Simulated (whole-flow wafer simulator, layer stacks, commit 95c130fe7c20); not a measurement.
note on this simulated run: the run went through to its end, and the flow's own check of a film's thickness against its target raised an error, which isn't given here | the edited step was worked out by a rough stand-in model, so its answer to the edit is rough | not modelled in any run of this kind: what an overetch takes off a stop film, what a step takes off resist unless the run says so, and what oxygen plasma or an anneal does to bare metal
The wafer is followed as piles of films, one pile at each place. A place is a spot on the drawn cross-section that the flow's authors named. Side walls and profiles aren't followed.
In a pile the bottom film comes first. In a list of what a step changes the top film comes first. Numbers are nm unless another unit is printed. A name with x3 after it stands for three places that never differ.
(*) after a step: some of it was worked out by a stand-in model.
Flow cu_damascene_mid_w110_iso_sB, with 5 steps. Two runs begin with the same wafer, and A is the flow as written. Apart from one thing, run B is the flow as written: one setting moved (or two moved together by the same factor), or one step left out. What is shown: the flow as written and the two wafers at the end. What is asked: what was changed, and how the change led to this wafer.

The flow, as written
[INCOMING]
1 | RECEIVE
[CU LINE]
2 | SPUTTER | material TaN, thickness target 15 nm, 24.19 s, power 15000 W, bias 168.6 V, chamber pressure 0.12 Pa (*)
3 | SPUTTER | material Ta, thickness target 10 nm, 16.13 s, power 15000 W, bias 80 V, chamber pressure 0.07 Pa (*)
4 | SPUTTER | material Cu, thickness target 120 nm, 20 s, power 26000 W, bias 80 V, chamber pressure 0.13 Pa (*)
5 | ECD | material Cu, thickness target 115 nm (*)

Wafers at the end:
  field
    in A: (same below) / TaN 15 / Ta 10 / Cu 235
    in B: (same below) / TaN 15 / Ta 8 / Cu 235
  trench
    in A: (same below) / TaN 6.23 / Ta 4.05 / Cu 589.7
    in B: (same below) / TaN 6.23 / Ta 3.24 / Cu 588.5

Cause: step 3, SPUTTER: thickness target 8 nm was run, while the flow as written has thickness target 10 nm; step 3, SPUTTER: 12.9 s was run, where the flow has 16.13 s.
The wafer itself shows it: field has Ta 8, and step 3 as written asks for 10 nm.

How this came from the change, step by step:
  3 | SPUTTER | material Ta, thickness target 10 nm, 16.13 s, power 15000 W, bias 80 V, chamber pressure 0.07 Pa (*)
      field: A +10 Ta (new film) | B +8 Ta (new film)
      trench: A +4.05 Ta (new film) | B +3.24 Ta (new film)
